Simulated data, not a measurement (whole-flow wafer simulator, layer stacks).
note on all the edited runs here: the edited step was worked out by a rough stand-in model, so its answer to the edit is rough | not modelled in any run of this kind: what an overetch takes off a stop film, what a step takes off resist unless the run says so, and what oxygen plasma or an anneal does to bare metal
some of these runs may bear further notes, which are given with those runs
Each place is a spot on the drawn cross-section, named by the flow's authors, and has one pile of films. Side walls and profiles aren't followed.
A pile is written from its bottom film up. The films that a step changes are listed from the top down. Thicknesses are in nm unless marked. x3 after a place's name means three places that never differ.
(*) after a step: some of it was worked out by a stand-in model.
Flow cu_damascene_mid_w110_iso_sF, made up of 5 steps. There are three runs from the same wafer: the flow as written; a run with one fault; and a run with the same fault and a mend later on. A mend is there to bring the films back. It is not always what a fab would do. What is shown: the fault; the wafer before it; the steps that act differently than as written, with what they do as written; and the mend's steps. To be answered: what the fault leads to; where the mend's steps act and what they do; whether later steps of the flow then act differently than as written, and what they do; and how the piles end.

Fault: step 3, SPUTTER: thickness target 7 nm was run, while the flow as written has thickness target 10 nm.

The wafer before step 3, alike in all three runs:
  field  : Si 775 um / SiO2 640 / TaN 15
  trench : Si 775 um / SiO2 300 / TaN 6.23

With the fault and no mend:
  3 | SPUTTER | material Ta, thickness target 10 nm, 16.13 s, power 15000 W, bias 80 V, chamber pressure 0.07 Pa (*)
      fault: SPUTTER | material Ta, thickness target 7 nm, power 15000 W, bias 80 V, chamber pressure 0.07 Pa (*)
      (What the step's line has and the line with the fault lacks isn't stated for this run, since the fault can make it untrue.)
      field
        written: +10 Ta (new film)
        fault: +7 Ta (new film)
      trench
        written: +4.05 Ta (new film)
        fault: +2.83 Ta (new film)
  None of the later steps of the flow differs from how it acts as written, at any place that is followed, by more than 2% or 0.5 nm, whichever is larger.
  By the end, the piles at field, trench depart from the flow's by more than 2% or 0.5 nm, whichever is larger.
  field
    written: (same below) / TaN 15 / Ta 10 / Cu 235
    fault: (same below) / TaN 15 / Ta 7 / Cu 235
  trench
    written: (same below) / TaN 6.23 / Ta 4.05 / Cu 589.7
    fault: (same below) / TaN 6.23 / Ta 2.83 / Cu 587.9

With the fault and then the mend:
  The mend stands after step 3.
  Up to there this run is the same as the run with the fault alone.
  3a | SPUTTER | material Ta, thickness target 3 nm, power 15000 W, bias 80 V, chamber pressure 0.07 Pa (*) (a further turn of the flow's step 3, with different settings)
      field
        +3 Ta
      trench
        +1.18 Ta
  None of the later steps of the flow differs from how it acts as written, at any place that is followed, by more than 2% or 0.5 nm, whichever is larger.
  When the end is reached, the piles differ only a little from the flow's at the places that both follow, at most by 2% or 0.5 nm, whichever is larger.
